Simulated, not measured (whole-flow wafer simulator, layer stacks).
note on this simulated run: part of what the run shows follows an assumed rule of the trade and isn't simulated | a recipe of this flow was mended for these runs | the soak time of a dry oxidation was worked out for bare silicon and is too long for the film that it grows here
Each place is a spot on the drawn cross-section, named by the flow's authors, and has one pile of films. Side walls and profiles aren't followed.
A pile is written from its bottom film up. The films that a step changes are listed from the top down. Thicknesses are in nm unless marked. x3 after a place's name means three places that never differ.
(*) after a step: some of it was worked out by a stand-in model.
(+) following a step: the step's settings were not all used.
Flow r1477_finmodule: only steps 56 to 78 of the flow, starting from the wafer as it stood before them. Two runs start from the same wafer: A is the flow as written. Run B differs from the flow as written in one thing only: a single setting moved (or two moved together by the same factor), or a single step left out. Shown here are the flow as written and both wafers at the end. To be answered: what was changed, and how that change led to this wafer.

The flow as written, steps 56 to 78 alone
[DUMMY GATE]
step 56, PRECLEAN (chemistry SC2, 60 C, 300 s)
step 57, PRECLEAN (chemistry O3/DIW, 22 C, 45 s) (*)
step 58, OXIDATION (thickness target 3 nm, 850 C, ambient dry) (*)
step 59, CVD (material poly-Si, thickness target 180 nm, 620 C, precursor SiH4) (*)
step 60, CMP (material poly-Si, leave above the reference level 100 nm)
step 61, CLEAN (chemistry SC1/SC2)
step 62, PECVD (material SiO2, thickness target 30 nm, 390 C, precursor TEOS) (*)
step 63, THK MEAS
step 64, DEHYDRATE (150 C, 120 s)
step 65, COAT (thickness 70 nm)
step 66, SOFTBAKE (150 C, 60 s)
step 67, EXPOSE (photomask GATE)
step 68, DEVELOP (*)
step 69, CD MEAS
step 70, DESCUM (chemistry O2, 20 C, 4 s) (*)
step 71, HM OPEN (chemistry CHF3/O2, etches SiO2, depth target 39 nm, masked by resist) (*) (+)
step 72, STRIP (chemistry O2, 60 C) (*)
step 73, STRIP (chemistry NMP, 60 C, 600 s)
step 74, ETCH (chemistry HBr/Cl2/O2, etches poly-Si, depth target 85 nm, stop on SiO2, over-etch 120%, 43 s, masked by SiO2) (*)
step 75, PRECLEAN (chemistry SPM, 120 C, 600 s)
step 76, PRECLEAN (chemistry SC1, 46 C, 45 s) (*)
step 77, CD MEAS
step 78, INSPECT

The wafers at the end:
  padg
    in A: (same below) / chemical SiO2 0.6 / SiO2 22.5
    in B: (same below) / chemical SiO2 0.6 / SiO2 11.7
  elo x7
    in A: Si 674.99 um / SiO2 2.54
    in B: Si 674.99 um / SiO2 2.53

What caused this: step 62, PECVD: thickness target 19.2 nm was run, though the flow has thickness target 30 nm.

How this came from the change, step by step:
  step 62, PECVD (material SiO2, thickness target 30 nm, 390 C, precursor TEOS) (*)
      pad, padg, elg x7 and 27 more: A +30 SiO2 (new film) | B +19.2 SiO2 (new film)
  step 71, HM OPEN (chemistry CHF3/O2, etches SiO2, depth target 39 nm, masked by resist) (*) (+)
      pad, elo x7, eso x6, e200so, s40co x3: A -30 SiO2 (all of it), -0.6 chemical SiO2 (all of it), -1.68 poly-Si | B -19.2 SiO2 (all of it), -0.6 chemical SiO2 (all of it), -3.84 poly-Si
  step 74, ETCH (chemistry HBr/Cl2/O2, etches poly-Si, depth target 85 nm, stop on SiO2, over-etch 120%, 43 s, masked by SiO2) (*)
      elo x7: A -1.12 chemical SiO2 (all of it), -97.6 poly-Si (all of it), -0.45 SiO2 | B -1.12 chemical SiO2 (all of it), -95.4 poly-Si (all of it), -0.46 SiO2
